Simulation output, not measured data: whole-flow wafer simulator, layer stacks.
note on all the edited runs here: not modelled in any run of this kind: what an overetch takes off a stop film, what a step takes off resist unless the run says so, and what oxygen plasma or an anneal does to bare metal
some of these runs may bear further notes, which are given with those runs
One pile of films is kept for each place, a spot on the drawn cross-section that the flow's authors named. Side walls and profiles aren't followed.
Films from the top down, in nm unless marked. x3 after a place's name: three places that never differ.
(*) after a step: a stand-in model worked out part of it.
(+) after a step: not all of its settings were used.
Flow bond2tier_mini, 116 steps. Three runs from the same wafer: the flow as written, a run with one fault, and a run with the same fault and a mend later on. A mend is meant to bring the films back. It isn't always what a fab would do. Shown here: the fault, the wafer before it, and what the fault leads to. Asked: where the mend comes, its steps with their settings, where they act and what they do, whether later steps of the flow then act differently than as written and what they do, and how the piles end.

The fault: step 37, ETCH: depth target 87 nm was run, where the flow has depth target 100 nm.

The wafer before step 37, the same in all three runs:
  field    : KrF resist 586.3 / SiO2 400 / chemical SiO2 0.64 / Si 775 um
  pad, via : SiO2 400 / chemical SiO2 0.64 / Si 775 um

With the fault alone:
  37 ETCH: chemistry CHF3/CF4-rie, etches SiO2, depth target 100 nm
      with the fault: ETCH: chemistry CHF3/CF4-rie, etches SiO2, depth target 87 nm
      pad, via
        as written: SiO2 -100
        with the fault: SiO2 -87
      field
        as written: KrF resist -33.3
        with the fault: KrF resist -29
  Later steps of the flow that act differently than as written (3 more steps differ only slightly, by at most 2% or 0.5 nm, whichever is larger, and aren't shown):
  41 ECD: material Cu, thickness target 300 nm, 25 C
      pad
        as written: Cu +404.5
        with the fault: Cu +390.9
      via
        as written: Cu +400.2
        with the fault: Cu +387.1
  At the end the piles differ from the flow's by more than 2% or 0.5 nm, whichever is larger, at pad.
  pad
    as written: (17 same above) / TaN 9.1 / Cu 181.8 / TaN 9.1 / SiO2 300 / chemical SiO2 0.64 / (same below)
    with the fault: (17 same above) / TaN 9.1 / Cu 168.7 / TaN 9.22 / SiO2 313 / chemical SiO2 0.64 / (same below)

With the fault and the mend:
  The mend comes after step 38.
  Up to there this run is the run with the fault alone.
  38a COAT: KrF resist, thickness 600 nm (*) (the flow's step 32 once more)
      field
        KrF resist +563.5 (new film)
      pad
        KrF resist +638.2 (new film)
      via
        KrF resist +633.1 (new film)
  38b SOFTBAKE: KrF resist (the flow's step 33 once more)
      changes no film at any place that is followed
  38c EXPOSE: photomask APAD, NA 0.6 (the flow's step 34 once more)
      changes no film at any place that is followed
  38d PEB: KrF resist (the flow's step 35 once more)
      changes no film at any place that is followed
  38e DEVELOP: developer TMAH-0.26N, 60 s (the flow's step 36 once more)
      field
        KrF resist -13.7
      pad
        KrF resist -638.2 (all of it)
      via
        KrF resist -633.1 (all of it)
  38f ETCH: chemistry CHF3/CF4-rie, etches SiO2, depth target 13 nm (the flow's step 37 once more, with other settings)
      pad, via
        SiO2 -13
      field
        KrF resist -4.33
  38g STRIP: chemistry O2, over-ash 100% (+) (the flow's step 38 once more)
      field
        KrF resist -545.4 (all of it)
  No later step of the flow acts differently than as written at any place that is followed.
  At the end the piles are the same as the flow's at every place that both follow.
